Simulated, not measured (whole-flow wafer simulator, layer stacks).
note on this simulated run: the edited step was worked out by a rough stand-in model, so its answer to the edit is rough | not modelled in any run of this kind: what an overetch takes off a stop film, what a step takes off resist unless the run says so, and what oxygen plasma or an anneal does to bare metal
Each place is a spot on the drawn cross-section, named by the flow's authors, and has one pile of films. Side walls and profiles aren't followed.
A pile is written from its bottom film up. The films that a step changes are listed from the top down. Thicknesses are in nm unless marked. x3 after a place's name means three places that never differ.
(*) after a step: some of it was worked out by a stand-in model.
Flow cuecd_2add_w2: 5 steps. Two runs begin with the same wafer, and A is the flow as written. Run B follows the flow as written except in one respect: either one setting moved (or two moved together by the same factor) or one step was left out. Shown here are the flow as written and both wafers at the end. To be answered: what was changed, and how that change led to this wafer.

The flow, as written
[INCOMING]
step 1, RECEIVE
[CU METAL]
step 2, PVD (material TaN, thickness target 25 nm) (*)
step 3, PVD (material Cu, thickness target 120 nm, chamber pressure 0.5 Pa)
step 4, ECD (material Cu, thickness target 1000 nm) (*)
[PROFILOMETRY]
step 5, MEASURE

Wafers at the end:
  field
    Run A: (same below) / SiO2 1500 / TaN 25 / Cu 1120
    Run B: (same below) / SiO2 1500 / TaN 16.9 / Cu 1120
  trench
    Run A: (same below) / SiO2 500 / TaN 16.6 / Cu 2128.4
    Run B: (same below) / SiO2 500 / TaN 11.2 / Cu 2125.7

The reason: step 2, PVD: thickness target 16.9 nm was run, though the flow has thickness target 25 nm.
The wafer itself shows it: field has TaN 16.9, and step 2 as written asks for 25 nm.

The path from the change to this, step by step:
  step 2, PVD (material TaN, thickness target 25 nm) (*)
      field: A +25 TaN (new film) | B +16.9 TaN (new film)
      trench: A +16.6 TaN (new film) | B +11.2 TaN (new film)
